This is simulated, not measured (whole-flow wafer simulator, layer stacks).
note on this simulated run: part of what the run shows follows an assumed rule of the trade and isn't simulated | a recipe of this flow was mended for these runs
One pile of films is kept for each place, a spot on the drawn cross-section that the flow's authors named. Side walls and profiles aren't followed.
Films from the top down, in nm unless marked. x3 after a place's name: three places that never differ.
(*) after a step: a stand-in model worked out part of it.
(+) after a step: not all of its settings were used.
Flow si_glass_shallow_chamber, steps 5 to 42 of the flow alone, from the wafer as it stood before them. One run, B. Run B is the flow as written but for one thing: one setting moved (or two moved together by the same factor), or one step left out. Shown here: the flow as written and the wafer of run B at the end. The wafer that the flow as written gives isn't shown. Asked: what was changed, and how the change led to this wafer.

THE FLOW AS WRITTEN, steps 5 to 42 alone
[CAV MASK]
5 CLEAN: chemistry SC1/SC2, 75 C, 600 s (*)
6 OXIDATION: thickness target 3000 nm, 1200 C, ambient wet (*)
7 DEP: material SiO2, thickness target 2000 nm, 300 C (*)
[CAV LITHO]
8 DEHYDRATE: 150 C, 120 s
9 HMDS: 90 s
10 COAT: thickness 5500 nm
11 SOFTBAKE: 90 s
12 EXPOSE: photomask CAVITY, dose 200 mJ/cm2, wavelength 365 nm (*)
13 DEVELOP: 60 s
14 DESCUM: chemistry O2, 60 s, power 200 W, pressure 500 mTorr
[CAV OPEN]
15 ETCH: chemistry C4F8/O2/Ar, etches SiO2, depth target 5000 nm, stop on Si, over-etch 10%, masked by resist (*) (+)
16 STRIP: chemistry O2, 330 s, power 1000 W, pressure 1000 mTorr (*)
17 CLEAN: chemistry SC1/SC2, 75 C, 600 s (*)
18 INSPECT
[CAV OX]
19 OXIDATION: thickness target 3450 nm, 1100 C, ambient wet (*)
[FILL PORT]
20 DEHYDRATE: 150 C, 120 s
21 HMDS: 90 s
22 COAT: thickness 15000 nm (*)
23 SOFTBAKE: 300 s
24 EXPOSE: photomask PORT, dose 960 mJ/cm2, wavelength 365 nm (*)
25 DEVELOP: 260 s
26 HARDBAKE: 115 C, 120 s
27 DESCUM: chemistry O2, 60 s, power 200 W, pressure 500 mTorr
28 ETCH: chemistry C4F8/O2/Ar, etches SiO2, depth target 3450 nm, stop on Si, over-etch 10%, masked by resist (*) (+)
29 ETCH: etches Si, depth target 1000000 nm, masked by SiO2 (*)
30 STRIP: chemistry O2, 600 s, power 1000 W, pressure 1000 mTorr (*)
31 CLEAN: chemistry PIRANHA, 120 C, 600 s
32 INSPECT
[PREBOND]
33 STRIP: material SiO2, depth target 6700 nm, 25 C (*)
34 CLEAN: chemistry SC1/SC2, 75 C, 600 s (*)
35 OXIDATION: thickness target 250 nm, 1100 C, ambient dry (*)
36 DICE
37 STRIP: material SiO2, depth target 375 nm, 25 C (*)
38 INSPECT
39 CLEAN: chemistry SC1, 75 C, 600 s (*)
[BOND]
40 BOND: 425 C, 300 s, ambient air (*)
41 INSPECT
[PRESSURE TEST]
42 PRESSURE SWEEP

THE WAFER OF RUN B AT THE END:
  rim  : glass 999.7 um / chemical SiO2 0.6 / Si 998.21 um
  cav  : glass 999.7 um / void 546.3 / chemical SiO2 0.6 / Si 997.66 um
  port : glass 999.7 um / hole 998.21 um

The cause: step 7, DEP: thickness target 4487 nm was run, where the flow has thickness target 2000 nm.

How the change led to this, step by step:
  7 DEP: material SiO2, thickness target 2000 nm, 300 C (*)
      rim, ramp, cav, port, septum, ring: SiO2 +4487 (as written it would be: SiO2 +2000)
  15 ETCH: chemistry C4F8/O2/Ar, etches SiO2, depth target 5000 nm, stop on Si, over-etch 10%, masked by resist (*) (+)
      cav, port: SiO2 -5500 (as written it would be: SiO2 -5000 (all of it), Si -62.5)
  16 STRIP: chemistry O2, 330 s, power 1000 W, pressure 1000 mTorr (*)
      cav, port: nothing (as written it would be: chemical SiO2 +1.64 (new film), Si -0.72)
  17 CLEAN: chemistry SC1/SC2, 75 C, 600 s (*)
      cav, port: SiO2 -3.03 (as written it would be: chemical SiO2 -1.04, Si -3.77)
  19 OXIDATION: thickness target 3450 nm, 1100 C, ambient wet (*)
      cav, port: SiO2 +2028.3, Si -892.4 (as written it would be: SiO2 +3450 (new film), chemical SiO2 -0.6 (all of it), Si -1517.7)
      rim, ramp, septum, ring: SiO2 +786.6, Si -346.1 (as written it would be: SiO2 +1110.9, Si -488.8)
  22 COAT: thickness 15000 nm (*)
      rim: thick-i-line-resist +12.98 um (new film) (as written it would be: thick-i-line-resist +13.4 um (new film))
      ramp: thick-i-line-resist +12.33 um (new film) (as written it would be: thick-i-line-resist +12.89 um (new film))
      (and at 4 more places)
  23 SOFTBAKE: 300 s
      rim: thick-i-line-resist -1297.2 (as written it would be: thick-i-line-resist -997)
      ramp: thick-i-line-resist -649.4 (as written it would be: thick-i-line-resist -487.1)
      (and at 4 more places)
  25 DEVELOP: 260 s
      port: thick-i-line-resist -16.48 um (all of it) (as written it would be: thick-i-line-resist -16.16 um (all of it))
  26 HARDBAKE: 115 C, 120 s
      rim, ramp: thick-i-line-resist -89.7 (as written it would be: thick-i-line-resist -98.2)
      cav: thick-i-line-resist -151.6 (as written it would be: thick-i-line-resist -147.1)
  28 ETCH: chemistry C4F8/O2/Ar, etches SiO2, depth target 3450 nm, stop on Si, over-etch 10%, masked by resist (*) (+)
      port: SiO2 -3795 (as written it would be: SiO2 -3450 (all of it), Si -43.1)
  29 ETCH: etches Si, depth target 1000000 nm, masked by SiO2 (*)
      port: hole +998 um (new film), SiO2 -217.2 (all of it), Si -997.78 um (all of it) (as written it would be: hole +997.05 um (new film), Si -997.05 um (all of it))
      rim, ramp: thick-i-line-resist -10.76 um (all of it), SiO2 -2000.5 (as written it would be: thick-i-line-resist -11.47 um (all of it), SiO2 -1617.3)
      (and at 2 more places)
  30 STRIP: chemistry O2, 600 s, power 1000 W, pressure 1000 mTorr (*)
      cav: thick-i-line-resist -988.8 (all of it) (as written it would be: thick-i-line-resist -669.6 (all of it))
  33 STRIP: material SiO2, depth target 6700 nm, 25 C (*)
      rim, ramp: SiO2 -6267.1 (all of it) (as written it would be: SiO2 -4487.5 (all of it))
      cav: SiO2 -4012.2 (all of it) (as written it would be: SiO2 -3450 (all of it))
      (and at 2 more places)
  40 BOND: 425 C, 300 s, ambient air (*)
      cav: glass +999.7 um (new film), void +546.3 (new film) (as written it would be: glass +999.7 um (new film), void +1095.9 (new film))
      port: glass +999.7 um (new film), hole +207.3 (as written it would be: glass +999.7 um (new film), hole +1017.3)
